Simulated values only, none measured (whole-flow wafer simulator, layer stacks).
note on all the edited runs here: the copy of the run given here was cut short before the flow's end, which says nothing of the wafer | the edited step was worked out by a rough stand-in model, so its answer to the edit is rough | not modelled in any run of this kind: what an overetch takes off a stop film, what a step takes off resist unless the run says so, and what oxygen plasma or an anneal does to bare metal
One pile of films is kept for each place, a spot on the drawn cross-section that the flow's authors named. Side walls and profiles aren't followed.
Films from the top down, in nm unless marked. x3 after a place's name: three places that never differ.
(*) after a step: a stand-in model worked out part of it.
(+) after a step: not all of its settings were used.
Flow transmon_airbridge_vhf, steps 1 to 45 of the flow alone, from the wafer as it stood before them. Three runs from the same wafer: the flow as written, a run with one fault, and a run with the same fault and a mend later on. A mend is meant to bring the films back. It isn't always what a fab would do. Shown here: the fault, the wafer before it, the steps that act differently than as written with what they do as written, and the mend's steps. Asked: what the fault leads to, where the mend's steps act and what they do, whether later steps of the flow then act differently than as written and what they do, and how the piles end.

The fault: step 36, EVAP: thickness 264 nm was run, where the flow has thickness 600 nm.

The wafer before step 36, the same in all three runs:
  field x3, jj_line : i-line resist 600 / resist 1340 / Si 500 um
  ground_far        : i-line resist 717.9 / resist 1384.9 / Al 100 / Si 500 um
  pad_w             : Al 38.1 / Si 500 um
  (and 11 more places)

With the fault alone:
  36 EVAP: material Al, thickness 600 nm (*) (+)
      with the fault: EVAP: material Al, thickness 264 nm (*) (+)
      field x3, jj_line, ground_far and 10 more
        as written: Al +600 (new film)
        with the fault: Al +264 (new film)
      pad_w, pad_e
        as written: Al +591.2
        with the fault: Al +260.1
  Later steps of the flow that act differently than as written:
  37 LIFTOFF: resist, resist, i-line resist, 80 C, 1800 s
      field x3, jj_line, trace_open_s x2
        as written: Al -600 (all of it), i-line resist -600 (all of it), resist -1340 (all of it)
        with the fault: Al -264 (all of it), i-line resist -600 (all of it), resist -1340 (all of it)
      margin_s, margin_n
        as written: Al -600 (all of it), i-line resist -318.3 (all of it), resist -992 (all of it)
        with the fault: Al -264 (all of it), i-line resist -318.3 (all of it), resist -992 (all of it)
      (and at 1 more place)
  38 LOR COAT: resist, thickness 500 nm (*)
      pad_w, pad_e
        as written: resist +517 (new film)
        with the fault: resist +548.9 (new film)
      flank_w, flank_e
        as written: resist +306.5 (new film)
        with the fault: resist +314.6 (new film)
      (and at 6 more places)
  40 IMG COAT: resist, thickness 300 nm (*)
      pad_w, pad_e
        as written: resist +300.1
        with the fault: resist +316.6
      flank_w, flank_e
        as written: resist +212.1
        with the fault: resist +223.5
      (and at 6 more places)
  At the end the piles differ from the flow's by more than 2% or 0.5 nm, whichever is larger, at pad_w, flank_w, gap_w and 7 more.
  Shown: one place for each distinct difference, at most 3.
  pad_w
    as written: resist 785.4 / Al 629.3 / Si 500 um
    with the fault: resist 833.6 / Al 298.2 / Si 500 um
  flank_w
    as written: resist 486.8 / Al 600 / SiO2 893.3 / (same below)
    with the fault: resist 506.2 / Al 264 / SiO2 893.3 / (same below)
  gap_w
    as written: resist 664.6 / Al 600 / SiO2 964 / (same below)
    with the fault: resist 689.6 / Al 264 / SiO2 964 / (same below)

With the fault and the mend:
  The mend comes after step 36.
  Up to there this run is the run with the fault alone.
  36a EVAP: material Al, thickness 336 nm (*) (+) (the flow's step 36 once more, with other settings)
      field x3, jj_line, ground_far and 10 more
        Al +336
      pad_w, pad_e
        Al +331.1
  No later step of the flow acts differently than as written, at any place that is followed, by more than 2% or 0.5 nm, whichever is larger.
  At the end the piles differ from the flow's only slightly at the places that both follow, by at most 2% or 0.5 nm, whichever is larger.
